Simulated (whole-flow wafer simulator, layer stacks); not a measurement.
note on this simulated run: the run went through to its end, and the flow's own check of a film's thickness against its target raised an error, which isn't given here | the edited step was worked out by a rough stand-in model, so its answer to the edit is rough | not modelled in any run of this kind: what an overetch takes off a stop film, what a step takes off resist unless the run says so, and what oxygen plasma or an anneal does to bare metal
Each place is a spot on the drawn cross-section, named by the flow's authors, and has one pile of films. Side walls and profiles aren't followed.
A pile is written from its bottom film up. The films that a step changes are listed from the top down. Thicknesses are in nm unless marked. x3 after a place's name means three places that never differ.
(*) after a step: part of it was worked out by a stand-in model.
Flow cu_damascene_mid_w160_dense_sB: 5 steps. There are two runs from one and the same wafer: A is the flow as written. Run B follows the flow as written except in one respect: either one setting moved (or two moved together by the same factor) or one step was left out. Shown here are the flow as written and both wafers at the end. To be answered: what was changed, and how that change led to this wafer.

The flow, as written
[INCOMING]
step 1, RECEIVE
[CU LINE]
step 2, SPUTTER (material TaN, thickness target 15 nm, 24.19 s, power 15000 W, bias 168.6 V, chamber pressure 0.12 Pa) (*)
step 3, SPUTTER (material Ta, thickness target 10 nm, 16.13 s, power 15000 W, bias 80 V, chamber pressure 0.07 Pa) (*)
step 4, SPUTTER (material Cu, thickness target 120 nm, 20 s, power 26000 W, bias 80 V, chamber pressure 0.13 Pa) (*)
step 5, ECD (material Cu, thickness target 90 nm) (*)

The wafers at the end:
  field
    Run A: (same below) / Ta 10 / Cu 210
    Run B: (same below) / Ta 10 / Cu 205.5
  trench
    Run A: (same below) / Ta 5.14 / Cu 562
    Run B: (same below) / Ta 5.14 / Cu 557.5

What caused this: step 5, ECD: thickness target 85.5 nm was run, while the flow as written has thickness target 90 nm.

How this came from the change, step by step:
  step 5, ECD (material Cu, thickness target 90 nm) (*)
      field: A Cu gains 90 | B Cu gains 85.5
